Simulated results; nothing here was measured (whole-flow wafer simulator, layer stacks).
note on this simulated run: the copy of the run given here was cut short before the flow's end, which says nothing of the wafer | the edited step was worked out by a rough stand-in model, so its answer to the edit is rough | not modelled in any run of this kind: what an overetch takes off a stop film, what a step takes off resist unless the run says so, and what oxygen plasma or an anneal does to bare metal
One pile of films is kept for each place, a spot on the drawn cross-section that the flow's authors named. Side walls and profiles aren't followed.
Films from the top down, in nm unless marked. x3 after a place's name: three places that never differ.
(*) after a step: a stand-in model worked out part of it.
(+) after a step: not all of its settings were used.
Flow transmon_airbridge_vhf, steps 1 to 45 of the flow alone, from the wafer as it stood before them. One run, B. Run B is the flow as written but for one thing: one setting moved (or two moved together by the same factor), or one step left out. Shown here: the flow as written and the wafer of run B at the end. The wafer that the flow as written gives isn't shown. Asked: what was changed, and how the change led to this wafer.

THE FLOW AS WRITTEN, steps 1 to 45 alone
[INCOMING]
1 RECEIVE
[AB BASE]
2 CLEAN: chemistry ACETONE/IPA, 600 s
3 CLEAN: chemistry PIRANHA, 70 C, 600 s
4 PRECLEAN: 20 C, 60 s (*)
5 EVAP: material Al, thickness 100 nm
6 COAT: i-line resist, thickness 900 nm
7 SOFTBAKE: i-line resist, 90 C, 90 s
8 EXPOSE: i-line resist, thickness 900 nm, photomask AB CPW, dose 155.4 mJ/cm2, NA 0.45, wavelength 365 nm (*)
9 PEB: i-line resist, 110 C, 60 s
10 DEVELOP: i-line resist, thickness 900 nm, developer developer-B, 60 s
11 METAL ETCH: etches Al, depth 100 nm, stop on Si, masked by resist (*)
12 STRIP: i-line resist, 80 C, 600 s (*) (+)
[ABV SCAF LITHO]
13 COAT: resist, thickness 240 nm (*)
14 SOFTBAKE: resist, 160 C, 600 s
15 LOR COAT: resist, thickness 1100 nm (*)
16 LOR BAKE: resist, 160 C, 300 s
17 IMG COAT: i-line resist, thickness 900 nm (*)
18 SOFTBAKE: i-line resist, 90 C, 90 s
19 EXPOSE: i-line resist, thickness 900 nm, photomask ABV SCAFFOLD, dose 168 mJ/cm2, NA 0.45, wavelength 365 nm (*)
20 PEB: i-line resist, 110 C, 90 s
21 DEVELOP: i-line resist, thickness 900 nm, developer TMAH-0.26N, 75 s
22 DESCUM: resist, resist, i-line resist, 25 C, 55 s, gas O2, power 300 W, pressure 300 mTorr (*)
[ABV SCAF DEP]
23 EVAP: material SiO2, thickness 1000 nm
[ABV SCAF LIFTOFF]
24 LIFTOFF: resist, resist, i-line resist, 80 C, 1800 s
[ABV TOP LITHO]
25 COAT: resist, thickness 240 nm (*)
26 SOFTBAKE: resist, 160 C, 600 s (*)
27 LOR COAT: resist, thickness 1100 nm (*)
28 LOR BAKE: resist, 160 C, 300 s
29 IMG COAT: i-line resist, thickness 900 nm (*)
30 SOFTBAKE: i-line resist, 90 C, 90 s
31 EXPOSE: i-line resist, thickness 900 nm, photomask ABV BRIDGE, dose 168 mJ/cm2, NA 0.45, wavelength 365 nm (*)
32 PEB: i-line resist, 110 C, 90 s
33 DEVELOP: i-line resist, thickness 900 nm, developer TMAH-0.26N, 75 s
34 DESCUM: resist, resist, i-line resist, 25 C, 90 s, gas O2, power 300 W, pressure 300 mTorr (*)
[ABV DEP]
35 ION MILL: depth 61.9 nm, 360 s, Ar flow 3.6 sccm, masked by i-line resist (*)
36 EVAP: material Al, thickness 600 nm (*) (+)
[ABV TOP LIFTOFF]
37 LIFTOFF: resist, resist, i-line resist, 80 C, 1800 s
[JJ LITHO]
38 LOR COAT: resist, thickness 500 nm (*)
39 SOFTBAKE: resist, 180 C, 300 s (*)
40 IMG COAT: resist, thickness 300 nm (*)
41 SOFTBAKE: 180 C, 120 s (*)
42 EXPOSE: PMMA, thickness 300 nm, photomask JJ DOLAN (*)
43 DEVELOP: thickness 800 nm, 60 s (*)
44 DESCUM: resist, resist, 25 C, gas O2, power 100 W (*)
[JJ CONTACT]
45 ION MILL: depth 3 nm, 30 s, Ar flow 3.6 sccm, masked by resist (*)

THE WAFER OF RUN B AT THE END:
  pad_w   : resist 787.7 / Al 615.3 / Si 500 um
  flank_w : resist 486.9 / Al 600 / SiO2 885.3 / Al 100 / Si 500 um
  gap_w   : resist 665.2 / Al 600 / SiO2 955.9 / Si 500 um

The cause: step 35, ION MILL: 441 s was run, where the flow has 360 s.

How the change led to this, step by step:
  35 ION MILL: depth 61.9 nm, 360 s, Ar flow 3.6 sccm, masked by i-line resist (*)
      field x3, jj_line, ground_far, trace_open_s x2, margin_s, margin_n: i-line resist -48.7 (as written it would be: i-line resist -39.7)
      flank_w, gap_w, cpw_trace, gap_e, flank_e, bridge_strip: SiO2 -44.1 (as written it would be: SiO2 -36)
      (and at 2 more places)
  37 LIFTOFF: resist, resist, i-line resist, 80 C, 1800 s
      margin_s, margin_n: Al -600 (all of it), i-line resist -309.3 (all of it), resist -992 (all of it) (as written it would be: Al -600 (all of it), i-line resist -318.3 (all of it), resist -992 (all of it))
